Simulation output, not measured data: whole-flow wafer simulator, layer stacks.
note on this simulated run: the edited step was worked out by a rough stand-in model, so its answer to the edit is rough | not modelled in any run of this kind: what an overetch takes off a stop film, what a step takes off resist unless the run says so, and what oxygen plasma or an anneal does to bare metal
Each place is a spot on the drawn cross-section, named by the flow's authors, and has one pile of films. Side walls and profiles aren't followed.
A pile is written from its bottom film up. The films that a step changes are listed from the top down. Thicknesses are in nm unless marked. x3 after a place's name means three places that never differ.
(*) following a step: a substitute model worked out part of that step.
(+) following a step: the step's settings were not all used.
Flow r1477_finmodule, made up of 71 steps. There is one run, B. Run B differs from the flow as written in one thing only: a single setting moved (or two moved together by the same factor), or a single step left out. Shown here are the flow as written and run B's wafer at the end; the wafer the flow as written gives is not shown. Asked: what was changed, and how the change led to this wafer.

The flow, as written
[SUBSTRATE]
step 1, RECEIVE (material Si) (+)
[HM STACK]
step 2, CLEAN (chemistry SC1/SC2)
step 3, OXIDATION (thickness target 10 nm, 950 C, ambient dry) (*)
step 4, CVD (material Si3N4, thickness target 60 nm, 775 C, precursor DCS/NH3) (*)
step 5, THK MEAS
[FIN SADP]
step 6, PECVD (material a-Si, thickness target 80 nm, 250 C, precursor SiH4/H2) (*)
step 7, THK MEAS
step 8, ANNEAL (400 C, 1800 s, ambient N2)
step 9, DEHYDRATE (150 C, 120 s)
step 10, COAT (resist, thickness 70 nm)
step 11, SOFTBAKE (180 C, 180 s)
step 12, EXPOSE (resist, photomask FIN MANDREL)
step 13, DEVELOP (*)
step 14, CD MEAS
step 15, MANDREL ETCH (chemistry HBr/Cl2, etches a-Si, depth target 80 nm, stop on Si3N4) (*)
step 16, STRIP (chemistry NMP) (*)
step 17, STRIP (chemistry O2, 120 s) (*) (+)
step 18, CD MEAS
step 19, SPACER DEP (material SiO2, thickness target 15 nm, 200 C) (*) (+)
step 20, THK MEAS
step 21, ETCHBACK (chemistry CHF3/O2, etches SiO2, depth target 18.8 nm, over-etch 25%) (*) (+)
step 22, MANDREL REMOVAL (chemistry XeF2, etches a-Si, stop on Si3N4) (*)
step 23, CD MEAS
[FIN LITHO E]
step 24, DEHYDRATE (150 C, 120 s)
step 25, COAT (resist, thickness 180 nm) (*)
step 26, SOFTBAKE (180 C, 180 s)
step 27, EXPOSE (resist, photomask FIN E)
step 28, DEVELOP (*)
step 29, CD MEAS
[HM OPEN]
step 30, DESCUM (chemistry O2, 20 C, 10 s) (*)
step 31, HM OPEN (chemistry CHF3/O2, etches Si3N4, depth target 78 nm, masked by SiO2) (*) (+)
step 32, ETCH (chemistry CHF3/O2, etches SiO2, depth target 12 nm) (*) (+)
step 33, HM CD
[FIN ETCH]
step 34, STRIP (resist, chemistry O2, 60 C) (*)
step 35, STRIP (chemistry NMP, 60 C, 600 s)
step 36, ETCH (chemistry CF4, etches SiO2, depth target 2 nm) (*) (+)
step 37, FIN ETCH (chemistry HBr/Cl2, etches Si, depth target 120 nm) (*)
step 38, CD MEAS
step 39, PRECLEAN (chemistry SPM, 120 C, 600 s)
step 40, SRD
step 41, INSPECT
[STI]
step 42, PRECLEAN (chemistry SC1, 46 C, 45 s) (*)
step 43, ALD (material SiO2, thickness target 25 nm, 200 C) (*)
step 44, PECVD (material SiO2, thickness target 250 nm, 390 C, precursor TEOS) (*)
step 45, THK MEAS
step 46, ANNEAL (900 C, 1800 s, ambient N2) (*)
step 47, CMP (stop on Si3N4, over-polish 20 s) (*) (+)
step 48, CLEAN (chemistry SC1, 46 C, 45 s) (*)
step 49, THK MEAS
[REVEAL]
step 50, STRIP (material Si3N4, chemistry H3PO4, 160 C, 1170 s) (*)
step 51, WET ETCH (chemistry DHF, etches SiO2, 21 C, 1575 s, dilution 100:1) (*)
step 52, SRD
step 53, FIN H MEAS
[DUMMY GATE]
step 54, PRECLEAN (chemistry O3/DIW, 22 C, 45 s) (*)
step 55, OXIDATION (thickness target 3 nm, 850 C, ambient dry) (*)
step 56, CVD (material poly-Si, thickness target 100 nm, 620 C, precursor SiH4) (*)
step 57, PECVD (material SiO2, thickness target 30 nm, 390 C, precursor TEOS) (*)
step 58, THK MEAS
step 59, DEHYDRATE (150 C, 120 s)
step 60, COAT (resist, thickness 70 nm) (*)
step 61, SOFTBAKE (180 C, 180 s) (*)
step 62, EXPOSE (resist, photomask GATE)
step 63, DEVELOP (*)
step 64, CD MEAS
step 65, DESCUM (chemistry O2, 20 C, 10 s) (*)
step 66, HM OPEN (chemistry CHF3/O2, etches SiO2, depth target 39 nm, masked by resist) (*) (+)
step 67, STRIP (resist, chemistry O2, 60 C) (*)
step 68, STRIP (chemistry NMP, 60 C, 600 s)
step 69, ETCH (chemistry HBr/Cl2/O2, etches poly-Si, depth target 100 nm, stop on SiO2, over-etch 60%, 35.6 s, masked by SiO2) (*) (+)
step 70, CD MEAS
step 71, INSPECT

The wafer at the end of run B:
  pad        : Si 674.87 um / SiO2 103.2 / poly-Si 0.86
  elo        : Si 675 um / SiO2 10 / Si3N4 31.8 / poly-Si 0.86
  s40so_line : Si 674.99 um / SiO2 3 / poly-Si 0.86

The reason: step 56, CVD: thickness target 163.3 nm was run, whereas the flow has thickness target 100 nm.

The path from the change to this, step by step:
  step 56, CVD (material poly-Si, thickness target 100 nm, 620 C, precursor SiH4) (*)
      pad, padg, elg and 26 more: +163.3 poly-Si (new film) (as written it would have been: +100 poly-Si (new film))
      s40cg, s40co: +178 poly-Si (new film) (as written it would have been: +113.9 poly-Si (new film))
      (as well as at 5 more places)
  step 67, STRIP (resist, chemistry O2, 60 C) (*)
      s40cg: -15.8 resist (all of it) (as written it would have been: -16.5 resist (all of it))
      s45cg: -16.1 resist (all of it) (as written it would have been: -16.9 resist (all of it))
      (as well as at 1 more place)
  step 69, ETCH (chemistry HBr/Cl2/O2, etches poly-Si, depth target 100 nm, stop on SiO2, over-etch 60%, 35.6 s, masked by SiO2) (*) (+)
      pad, eso, e40so and 8 more: -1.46 chemical SiO2 (all of it), -160 poly-Si (as written it would have been: -1.46 chemical SiO2 (all of it), -97.6 poly-Si (all of it), -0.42 SiO2)
      elo, e40lo, e100lo, e200lo: -1.46 chemical SiO2 (all of it), -160 poly-Si (as written it would have been: -1.46 chemical SiO2 (all of it), -97.6 poly-Si (all of it), -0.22 Si3N4)
      (as well as at 3 more places)
